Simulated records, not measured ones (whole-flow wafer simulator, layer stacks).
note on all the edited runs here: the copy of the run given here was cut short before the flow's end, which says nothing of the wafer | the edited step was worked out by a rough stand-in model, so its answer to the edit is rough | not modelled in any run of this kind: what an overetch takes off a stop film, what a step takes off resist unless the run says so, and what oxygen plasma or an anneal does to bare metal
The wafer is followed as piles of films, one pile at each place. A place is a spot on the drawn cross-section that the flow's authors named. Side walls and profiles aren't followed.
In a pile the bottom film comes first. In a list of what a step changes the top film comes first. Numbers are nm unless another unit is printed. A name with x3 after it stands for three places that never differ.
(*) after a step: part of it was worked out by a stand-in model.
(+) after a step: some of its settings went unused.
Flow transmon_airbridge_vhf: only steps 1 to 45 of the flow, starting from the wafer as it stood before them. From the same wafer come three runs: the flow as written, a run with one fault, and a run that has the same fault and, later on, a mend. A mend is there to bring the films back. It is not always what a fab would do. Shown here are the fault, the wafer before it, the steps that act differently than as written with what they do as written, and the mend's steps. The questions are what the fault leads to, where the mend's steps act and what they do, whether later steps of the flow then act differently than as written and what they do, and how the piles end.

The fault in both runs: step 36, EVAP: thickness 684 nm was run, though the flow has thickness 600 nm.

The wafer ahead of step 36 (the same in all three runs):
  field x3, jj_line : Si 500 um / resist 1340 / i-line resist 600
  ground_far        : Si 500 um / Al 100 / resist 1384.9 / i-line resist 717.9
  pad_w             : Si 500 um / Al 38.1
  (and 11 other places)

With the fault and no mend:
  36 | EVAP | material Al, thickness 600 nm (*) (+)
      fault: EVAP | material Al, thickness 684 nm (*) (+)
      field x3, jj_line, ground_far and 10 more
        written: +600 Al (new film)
        fault: +684 Al (new film)
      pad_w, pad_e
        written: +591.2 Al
        fault: +674 Al
  Later steps of the flow acting differently than as written:
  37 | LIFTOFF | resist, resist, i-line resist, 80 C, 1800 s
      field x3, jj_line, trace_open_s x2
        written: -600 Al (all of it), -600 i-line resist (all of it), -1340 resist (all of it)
        fault: -684 Al (all of it), -600 i-line resist (all of it), -1340 resist (all of it)
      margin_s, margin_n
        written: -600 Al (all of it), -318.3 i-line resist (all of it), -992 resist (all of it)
        fault: -684 Al (all of it), -318.3 i-line resist (all of it), -992 resist (all of it)
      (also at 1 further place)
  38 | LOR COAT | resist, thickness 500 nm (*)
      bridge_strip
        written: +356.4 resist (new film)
        fault: +348.4 resist (new film)
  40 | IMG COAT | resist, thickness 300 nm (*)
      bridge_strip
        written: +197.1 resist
        fault: +192.1 resist
  At pad_w, flank_w, gap_w, cpw_trace, gap_e, flank_e, pad_e, bridge_strip, the piles at the end differ from the flow's by more than 2% or 0.5 nm, whichever is larger.
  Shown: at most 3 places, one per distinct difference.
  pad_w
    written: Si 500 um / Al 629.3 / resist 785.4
    fault: Si 500 um / Al 712.1 / resist 775.2
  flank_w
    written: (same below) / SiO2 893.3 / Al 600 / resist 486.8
    fault: (same below) / SiO2 893.3 / Al 684 / resist 482
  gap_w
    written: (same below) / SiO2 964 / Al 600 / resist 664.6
    fault: (same below) / SiO2 964 / Al 684 / resist 658.5

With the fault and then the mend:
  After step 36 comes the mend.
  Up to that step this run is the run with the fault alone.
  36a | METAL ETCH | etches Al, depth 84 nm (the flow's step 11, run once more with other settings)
      field x3, jj_line, ground_far and 12 more
        -84 Al
  Every later step of the flow that is run acts as written, at every place that is followed, to within 2% or 0.5 nm, whichever is larger.
  At the end the piles are close to the flow's at the places that both follow, differing by at most 2% or 0.5 nm, whichever is larger.
